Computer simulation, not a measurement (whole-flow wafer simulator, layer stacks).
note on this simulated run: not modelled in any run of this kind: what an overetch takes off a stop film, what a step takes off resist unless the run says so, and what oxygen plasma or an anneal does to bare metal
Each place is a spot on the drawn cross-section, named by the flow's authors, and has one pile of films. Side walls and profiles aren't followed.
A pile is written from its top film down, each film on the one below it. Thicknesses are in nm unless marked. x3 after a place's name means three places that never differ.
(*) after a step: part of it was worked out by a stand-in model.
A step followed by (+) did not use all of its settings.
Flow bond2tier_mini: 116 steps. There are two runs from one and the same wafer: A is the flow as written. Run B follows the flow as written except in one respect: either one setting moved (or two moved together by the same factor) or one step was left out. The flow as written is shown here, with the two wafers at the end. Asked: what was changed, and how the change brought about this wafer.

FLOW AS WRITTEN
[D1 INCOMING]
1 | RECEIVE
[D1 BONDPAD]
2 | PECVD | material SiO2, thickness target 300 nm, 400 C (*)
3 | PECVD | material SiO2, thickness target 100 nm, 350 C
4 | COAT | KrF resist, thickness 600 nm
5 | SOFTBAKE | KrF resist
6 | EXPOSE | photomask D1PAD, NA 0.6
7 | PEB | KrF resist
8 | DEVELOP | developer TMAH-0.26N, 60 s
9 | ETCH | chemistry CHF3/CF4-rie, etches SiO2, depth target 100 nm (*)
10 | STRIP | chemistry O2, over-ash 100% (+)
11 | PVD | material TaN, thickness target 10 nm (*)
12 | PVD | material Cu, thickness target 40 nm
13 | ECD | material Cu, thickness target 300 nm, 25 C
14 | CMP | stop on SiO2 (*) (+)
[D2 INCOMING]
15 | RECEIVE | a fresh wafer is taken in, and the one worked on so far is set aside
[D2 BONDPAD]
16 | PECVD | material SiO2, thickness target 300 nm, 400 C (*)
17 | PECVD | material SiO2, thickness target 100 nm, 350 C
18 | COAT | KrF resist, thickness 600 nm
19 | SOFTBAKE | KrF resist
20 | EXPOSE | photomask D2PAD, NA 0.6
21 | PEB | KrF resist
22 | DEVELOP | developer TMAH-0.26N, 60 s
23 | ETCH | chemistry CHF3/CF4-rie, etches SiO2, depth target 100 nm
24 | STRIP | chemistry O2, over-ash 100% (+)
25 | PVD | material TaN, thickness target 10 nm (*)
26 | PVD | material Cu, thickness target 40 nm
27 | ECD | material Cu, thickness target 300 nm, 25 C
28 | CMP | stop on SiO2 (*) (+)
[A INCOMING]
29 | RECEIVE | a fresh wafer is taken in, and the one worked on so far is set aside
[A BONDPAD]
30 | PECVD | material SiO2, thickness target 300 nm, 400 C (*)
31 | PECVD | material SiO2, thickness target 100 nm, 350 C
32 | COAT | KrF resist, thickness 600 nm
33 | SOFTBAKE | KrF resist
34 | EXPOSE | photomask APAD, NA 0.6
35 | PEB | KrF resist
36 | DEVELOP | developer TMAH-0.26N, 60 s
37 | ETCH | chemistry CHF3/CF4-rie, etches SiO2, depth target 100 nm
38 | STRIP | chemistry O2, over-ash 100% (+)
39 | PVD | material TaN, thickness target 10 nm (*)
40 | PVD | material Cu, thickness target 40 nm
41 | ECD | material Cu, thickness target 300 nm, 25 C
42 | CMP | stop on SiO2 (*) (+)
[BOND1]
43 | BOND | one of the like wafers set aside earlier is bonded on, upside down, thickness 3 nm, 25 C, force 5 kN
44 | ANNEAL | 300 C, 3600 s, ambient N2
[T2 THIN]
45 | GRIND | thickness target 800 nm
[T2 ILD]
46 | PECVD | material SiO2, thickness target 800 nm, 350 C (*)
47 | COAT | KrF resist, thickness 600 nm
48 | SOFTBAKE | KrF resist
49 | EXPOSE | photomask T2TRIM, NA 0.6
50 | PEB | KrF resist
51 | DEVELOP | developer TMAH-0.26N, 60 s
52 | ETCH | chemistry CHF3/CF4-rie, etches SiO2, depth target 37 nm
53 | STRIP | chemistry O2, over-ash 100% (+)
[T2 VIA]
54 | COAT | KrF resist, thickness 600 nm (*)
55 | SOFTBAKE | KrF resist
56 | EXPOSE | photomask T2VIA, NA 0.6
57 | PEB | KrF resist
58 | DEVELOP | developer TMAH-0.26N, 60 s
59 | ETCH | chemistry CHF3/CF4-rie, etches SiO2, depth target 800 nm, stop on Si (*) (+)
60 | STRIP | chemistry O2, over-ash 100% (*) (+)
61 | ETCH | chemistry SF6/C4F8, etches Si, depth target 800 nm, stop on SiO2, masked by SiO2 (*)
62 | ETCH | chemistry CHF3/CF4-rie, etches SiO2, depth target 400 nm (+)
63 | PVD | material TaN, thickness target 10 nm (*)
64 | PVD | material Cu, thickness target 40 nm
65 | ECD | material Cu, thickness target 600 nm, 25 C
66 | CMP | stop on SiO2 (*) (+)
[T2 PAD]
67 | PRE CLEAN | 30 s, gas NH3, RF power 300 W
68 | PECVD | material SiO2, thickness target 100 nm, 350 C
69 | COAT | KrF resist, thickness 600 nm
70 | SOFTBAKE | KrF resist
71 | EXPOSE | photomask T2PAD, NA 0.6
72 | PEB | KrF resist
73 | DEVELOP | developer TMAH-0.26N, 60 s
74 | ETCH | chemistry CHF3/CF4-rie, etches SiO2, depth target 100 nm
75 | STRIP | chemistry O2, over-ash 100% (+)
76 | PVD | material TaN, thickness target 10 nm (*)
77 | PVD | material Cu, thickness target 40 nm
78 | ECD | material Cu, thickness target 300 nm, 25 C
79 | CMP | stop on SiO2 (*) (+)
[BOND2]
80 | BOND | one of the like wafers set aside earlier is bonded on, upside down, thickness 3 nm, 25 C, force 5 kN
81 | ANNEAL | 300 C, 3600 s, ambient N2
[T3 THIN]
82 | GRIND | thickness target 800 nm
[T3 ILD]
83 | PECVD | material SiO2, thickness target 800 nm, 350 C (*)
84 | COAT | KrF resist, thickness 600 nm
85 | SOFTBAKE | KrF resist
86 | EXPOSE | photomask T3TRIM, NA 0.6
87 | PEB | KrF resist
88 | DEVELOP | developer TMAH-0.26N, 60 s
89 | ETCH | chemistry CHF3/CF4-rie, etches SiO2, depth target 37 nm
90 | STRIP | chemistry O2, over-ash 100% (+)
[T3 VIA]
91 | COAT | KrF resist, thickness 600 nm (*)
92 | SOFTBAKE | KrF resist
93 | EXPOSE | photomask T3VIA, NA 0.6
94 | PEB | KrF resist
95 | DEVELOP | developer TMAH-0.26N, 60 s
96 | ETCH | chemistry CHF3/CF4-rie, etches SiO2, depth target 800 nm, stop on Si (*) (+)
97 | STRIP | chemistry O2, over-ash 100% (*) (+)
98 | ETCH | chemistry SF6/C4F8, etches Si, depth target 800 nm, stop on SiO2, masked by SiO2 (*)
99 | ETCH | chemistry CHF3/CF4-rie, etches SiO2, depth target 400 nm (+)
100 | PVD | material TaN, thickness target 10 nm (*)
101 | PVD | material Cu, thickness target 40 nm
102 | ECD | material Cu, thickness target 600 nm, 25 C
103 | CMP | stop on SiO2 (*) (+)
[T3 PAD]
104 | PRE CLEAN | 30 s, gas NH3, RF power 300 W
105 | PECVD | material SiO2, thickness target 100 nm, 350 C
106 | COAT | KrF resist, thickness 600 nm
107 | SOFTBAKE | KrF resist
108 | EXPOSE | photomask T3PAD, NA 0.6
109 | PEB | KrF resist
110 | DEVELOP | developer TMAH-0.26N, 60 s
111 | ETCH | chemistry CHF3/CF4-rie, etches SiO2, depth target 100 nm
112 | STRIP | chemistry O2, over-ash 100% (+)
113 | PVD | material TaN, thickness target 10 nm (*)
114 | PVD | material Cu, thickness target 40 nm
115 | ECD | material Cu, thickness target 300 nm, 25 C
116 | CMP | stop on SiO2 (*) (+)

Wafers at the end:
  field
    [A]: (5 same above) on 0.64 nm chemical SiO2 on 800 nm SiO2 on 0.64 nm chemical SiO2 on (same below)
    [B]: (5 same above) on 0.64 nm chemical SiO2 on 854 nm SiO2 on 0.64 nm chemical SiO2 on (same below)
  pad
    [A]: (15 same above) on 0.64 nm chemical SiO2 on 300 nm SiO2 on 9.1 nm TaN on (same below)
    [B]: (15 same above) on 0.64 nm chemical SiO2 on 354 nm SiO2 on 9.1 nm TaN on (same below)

What caused this: step 3, PECVD: thickness target 154 nm was run, though the flow has thickness target 100 nm.

How this came from the change, step by step:
  3 | PECVD | material SiO2, thickness target 100 nm, 350 C
      field, pad, via: A +100 SiO2 | B +154 SiO2
  43 | BOND | one of the like wafers set aside earlier is bonded on, upside down, thickness 3 nm, 25 C, force 5 kN
      field: A +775 um Si (new film), +0.64 chemical SiO2 (new film), +400 SiO2 | B +775 um Si (new film), +0.64 chemical SiO2 (new film), +454 SiO2
      pad: A +775 um Si (new film), +0.64 chemical SiO2 (new film), +300 SiO2 (new film), +9.1 TaN (new film), +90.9 Cu | B +775 um Si (new film), +0.64 chemical SiO2 (new film), +354 SiO2 (new film), +9.1 TaN (new film), +90.9 Cu
      (also at 1 further place)
